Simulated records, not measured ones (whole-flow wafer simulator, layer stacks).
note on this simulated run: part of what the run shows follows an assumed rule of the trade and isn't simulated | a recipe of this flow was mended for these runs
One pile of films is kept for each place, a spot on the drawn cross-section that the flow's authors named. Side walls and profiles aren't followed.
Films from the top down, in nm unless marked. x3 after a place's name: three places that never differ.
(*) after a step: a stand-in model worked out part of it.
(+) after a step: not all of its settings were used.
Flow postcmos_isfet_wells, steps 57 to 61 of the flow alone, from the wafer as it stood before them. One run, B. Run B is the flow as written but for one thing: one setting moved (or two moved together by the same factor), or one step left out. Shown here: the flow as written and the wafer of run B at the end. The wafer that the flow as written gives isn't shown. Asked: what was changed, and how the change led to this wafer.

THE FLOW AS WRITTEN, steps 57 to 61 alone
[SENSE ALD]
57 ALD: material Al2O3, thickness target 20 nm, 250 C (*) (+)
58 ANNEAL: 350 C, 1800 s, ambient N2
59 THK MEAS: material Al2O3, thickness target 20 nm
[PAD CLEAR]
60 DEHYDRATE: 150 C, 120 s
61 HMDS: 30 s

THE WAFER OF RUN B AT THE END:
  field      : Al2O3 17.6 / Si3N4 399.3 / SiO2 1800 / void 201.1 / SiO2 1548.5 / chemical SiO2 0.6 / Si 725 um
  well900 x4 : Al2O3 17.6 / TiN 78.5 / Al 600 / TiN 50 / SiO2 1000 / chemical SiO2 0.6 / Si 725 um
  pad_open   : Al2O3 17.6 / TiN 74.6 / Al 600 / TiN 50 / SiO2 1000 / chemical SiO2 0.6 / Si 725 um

The cause: step 57, ALD: thickness target 17.6 nm was run, where the flow has thickness target 20 nm.
It can be read off the wafer: field has Al2O3 17.6, and step 57 as written asks for 20 nm.

How the change led to this, step by step:
  57 ALD: material Al2O3, thickness target 20 nm, 250 C (*) (+)
      field, margin x3, well900 x4, pad_open: Al2O3 +17.6 (new film) (as written it would be: Al2O3 +20 (new film))
